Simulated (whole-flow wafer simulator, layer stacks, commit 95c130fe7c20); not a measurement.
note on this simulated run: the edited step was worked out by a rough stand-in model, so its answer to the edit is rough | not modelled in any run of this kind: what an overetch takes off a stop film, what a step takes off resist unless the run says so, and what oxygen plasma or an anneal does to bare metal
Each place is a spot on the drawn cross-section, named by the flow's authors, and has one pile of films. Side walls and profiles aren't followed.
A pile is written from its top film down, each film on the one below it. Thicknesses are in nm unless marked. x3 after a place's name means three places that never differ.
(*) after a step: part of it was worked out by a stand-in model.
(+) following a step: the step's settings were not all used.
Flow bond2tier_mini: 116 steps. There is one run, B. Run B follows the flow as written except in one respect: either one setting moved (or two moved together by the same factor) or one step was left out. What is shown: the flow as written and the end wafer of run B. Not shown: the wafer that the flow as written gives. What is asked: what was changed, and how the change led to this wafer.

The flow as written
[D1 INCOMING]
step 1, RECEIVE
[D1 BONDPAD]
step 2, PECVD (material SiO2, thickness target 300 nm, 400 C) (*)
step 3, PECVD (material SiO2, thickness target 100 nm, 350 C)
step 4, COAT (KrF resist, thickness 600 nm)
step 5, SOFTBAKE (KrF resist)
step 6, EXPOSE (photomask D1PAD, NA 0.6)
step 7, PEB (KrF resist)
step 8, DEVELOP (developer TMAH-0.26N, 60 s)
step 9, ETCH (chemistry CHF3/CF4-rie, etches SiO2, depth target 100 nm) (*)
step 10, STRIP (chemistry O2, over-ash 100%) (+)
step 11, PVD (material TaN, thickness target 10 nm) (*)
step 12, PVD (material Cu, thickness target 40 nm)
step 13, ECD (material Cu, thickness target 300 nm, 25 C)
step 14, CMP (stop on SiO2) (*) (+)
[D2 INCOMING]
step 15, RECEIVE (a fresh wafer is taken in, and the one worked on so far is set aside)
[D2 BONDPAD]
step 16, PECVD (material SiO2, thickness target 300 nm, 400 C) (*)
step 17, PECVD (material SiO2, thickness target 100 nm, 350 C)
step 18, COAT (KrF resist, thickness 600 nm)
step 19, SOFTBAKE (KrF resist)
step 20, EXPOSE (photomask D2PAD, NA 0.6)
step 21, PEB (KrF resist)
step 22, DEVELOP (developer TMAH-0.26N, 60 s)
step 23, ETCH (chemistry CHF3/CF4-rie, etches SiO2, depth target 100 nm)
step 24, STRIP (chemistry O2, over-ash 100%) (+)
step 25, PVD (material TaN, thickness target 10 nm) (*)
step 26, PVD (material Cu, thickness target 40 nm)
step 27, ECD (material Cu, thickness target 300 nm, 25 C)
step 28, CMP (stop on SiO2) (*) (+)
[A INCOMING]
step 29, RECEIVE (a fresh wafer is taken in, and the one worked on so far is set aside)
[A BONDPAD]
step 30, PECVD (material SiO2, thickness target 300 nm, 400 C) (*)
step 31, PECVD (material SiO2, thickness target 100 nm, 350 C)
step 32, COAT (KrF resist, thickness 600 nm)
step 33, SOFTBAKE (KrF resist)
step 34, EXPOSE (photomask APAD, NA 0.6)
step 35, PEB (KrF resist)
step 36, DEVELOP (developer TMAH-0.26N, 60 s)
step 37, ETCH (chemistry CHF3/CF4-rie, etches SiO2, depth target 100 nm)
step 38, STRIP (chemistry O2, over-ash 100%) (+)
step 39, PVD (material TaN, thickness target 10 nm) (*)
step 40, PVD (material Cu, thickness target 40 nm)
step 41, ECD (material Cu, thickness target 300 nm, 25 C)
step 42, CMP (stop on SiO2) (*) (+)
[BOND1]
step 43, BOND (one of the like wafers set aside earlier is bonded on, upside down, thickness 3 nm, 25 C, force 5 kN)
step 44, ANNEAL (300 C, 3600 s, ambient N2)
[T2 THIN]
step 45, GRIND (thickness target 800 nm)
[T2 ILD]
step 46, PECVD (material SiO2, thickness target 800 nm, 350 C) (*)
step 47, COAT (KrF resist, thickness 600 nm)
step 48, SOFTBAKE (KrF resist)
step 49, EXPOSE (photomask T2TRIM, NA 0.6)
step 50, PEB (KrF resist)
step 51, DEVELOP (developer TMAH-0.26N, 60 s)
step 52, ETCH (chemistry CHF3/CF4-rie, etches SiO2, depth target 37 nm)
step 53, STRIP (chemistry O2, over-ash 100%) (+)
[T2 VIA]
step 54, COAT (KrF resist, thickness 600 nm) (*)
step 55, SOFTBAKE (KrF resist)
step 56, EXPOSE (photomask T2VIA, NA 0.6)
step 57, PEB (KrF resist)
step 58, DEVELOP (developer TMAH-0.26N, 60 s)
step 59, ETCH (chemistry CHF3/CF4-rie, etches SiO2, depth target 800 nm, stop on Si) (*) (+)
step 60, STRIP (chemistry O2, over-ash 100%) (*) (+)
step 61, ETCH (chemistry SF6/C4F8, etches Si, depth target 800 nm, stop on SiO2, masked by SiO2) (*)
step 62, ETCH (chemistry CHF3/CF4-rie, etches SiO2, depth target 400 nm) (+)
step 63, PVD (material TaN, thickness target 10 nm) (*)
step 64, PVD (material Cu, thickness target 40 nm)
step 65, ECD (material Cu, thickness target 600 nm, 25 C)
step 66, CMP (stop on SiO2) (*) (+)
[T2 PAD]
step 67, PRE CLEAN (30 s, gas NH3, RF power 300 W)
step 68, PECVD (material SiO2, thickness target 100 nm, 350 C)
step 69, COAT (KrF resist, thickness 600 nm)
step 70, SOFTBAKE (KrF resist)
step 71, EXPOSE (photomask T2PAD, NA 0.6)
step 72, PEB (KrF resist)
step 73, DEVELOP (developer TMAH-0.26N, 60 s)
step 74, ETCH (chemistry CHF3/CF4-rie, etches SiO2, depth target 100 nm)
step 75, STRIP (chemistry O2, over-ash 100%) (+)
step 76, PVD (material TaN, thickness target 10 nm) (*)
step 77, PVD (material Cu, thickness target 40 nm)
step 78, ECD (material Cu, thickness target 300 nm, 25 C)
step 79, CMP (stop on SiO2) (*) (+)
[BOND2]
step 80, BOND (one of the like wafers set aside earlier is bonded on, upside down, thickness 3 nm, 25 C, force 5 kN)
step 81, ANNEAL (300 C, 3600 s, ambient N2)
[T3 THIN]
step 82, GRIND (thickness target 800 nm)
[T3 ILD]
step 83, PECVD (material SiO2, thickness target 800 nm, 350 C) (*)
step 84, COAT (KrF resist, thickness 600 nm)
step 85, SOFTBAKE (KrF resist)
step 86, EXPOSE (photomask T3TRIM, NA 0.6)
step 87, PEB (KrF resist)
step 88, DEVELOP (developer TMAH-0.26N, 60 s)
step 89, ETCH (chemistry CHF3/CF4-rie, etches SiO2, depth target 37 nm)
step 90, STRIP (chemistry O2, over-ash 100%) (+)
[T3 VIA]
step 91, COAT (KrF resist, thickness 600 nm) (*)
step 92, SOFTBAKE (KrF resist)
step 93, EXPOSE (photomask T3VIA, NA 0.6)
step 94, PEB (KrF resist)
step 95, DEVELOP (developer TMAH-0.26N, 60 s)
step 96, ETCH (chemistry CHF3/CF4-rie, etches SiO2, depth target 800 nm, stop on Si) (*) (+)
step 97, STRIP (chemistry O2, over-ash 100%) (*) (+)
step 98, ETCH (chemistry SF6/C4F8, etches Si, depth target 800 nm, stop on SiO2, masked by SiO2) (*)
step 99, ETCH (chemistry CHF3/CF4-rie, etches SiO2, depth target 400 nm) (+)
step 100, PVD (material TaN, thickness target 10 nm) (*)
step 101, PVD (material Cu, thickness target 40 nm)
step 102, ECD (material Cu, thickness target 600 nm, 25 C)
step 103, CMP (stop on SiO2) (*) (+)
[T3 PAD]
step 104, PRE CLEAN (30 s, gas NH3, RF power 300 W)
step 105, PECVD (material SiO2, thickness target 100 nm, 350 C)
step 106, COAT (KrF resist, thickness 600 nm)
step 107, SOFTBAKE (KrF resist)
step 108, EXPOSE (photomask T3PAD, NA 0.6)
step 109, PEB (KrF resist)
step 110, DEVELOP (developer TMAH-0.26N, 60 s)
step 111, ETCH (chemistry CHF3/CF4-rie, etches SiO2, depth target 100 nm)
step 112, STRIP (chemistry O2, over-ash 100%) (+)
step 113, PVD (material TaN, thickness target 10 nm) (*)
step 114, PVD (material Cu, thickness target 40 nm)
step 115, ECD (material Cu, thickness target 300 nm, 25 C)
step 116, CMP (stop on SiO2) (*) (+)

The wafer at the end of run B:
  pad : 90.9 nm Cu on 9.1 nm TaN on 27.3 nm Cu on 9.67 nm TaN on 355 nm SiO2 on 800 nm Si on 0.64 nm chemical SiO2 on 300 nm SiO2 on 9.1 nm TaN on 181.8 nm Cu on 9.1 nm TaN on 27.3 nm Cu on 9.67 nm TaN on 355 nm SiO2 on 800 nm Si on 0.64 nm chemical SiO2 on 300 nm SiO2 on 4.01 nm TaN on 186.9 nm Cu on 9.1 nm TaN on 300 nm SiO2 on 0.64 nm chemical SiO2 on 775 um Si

The reason: step 11, PVD: thickness target 4.4 nm was run, whereas the flow has thickness target 10 nm.

Step by step, how the change led to this:
  step 11, PVD (material TaN, thickness target 10 nm) (*)
      field: TaN gains 4.4 (new film) (as written it would have been: TaN gains 10 (new film))
      pad: TaN gains 4.01 (new film) (as written it would have been: TaN gains 9.1 (new film))
      (as well as at 1 more place)
  step 14, CMP (stop on SiO2) (*) (+)
      field: Cu loses 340 (all of it), TaN loses 4.4 (all of it) (as written it would have been: Cu loses 340 (all of it), TaN loses 10 (all of it))
  step 43, BOND (one of the like wafers set aside earlier is bonded on, upside down, thickness 3 nm, 25 C, force 5 kN)
      pad: Si gains 775 um (new film), chemical SiO2 gains 0.64 (new film), SiO2 gains 300 (new film), TaN gains 4.01 (new film), Cu gains 96 (as written it would have been: Si gains 775 um (new film), chemical SiO2 gains 0.64 (new film), SiO2 gains 300 (new film), TaN gains 9.1 (new film), Cu gains 90.9)
      via: Si gains 775 um (new film), chemical SiO2 gains 0.64 (new film), SiO2 gains 300 (new film), TaN gains 4.39 (new film), Cu gains 95.6 (as written it would have been: Si gains 775 um (new film), chemical SiO2 gains 0.64 (new film), SiO2 gains 300 (new film), TaN gains 9.97 (new film), Cu gains 90)
